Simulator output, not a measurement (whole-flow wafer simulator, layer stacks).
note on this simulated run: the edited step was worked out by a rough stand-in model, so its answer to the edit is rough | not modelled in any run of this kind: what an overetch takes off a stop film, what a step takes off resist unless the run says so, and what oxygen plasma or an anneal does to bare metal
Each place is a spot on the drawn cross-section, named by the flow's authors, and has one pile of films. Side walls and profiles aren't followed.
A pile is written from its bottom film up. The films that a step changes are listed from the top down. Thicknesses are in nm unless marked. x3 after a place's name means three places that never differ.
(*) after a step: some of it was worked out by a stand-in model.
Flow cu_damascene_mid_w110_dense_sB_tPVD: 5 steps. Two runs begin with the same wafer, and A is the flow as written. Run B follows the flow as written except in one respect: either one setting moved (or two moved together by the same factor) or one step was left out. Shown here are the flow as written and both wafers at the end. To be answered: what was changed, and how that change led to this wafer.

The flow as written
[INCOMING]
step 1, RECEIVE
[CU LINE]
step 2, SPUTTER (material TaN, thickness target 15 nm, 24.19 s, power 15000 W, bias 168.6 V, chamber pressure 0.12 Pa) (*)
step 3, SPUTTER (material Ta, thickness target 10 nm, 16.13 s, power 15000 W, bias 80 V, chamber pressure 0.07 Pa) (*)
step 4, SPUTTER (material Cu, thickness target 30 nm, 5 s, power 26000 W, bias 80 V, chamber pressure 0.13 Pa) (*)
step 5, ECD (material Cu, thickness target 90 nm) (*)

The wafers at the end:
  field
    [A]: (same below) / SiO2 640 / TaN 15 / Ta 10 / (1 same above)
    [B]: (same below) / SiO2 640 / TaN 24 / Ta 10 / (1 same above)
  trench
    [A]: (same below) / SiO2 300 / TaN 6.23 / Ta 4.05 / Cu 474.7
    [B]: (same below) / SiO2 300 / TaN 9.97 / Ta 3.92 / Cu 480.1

Cause: step 2, SPUTTER: thickness target 24 nm was run, though the flow has thickness target 15 nm.
The wafer itself shows it: field has TaN 24, and step 2 as written asks for 15 nm.

How this came from the change, step by step:
  step 2, SPUTTER (material TaN, thickness target 15 nm, 24.19 s, power 15000 W, bias 168.6 V, chamber pressure 0.12 Pa) (*)
      field: A TaN gains 15 (new film) | B TaN gains 24 (new film)
      trench: A TaN gains 6.23 (new film) | B TaN gains 9.97 (new film)
